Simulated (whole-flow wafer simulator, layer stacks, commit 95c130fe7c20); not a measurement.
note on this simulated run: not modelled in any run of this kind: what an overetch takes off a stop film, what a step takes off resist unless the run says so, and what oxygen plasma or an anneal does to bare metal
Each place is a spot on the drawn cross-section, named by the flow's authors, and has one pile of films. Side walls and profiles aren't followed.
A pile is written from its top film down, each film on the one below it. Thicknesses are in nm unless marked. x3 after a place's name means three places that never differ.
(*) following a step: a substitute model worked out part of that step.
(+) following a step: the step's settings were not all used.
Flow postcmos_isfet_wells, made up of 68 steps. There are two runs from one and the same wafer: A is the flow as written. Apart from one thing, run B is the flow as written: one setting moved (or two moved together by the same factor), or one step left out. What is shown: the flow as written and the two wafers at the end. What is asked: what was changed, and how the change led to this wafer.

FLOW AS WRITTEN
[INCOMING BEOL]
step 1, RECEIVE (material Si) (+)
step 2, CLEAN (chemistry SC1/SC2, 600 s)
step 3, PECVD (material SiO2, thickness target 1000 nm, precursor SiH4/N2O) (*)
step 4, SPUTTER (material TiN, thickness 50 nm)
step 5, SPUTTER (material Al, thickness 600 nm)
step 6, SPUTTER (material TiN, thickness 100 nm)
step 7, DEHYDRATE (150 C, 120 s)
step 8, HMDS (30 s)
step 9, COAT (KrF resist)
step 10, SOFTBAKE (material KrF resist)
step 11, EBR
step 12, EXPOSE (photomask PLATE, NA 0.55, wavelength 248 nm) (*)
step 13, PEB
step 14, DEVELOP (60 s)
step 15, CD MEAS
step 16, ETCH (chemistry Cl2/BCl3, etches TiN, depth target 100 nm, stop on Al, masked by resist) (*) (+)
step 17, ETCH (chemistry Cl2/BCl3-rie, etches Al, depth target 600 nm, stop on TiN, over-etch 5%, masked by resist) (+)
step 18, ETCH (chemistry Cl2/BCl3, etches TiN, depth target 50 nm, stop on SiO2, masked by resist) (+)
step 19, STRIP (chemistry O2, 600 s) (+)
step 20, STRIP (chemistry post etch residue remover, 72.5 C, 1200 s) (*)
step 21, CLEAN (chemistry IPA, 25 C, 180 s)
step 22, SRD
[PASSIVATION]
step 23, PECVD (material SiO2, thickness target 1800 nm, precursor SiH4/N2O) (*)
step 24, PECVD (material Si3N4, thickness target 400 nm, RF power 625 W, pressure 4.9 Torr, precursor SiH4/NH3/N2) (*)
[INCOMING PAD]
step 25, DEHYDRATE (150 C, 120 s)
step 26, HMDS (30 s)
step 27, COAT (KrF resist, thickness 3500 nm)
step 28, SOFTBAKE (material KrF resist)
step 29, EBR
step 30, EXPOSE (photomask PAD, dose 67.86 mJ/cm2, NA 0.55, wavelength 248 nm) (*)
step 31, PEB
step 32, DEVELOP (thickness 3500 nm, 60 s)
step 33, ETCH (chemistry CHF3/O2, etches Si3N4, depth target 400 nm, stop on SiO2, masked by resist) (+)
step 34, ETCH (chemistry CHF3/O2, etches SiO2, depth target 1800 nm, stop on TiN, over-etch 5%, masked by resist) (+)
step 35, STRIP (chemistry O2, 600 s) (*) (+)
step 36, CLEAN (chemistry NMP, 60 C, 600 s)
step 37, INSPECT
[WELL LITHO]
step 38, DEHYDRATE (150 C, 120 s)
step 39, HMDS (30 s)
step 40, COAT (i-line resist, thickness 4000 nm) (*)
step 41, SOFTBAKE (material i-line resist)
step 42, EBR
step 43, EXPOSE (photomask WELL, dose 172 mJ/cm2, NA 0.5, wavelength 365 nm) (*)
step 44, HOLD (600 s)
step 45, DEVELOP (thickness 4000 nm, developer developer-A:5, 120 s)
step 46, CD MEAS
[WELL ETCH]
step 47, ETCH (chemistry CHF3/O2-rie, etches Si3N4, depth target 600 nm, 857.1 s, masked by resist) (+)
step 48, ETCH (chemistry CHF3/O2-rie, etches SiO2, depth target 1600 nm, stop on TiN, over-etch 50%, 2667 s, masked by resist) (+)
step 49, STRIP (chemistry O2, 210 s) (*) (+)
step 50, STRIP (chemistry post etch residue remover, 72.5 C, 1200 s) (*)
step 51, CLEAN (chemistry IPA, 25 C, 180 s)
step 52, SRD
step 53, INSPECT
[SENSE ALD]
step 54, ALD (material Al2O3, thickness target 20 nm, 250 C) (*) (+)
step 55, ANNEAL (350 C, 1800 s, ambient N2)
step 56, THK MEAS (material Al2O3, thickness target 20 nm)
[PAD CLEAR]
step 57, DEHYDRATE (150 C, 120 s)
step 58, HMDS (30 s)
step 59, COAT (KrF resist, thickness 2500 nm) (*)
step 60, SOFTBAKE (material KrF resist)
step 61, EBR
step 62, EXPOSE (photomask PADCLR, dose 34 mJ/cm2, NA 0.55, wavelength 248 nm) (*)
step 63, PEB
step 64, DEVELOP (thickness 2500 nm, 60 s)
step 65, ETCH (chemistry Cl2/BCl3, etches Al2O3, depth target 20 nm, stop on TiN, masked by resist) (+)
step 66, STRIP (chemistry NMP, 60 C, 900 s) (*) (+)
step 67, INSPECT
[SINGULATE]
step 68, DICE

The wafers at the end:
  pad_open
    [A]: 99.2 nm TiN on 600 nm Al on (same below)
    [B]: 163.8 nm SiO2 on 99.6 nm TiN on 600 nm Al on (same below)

What caused this: step 33, ETCH: depth target 244 nm was run, while the flow as written has depth target 400 nm.

Step by step, how the change led to this:
  step 33, ETCH (chemistry CHF3/O2, etches Si3N4, depth target 400 nm, stop on SiO2, masked by resist) (+)
      pad_open: A -400 Si3N4 (all of it) | B -244 Si3N4
      field, margin, well900, well1300 x3, pad_rim, pad_clr: A -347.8 KrF resist | B -212.2 KrF resist
  step 34, ETCH (chemistry CHF3/O2, etches SiO2, depth target 1800 nm, stop on TiN, over-etch 5%, masked by resist) (+)
      pad_open: A -1800 SiO2 (all of it) | B -156 Si3N4 (all of it), -1636.2 SiO2
  step 35, STRIP (chemistry O2, 600 s) (*) (+)
      field, margin, well900, well1300 x3, pad_rim, pad_clr: A -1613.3 KrF resist (all of it) | B -1749 KrF resist (all of it)
  step 41, SOFTBAKE (material i-line resist)
      pad_clr: A -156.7 i-line resist | B -140.4 i-line resist
      pad_open: A +115.3 i-line resist | B +108 i-line resist
  step 49, STRIP (chemistry O2, 210 s) (*) (+)
      pad_clr: A -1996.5 i-line resist (all of it) | B -2063.9 i-line resist (all of it)
  step 59, COAT (KrF resist, thickness 2500 nm) (*)
      pad_clr: A +1691.6 KrF resist (new film) | B +1746.6 KrF resist (new film)
  step 64, DEVELOP (thickness 2500 nm, 60 s)
      pad_clr: A -1676 KrF resist (all of it) | B -1730.9 KrF resist (all of it)
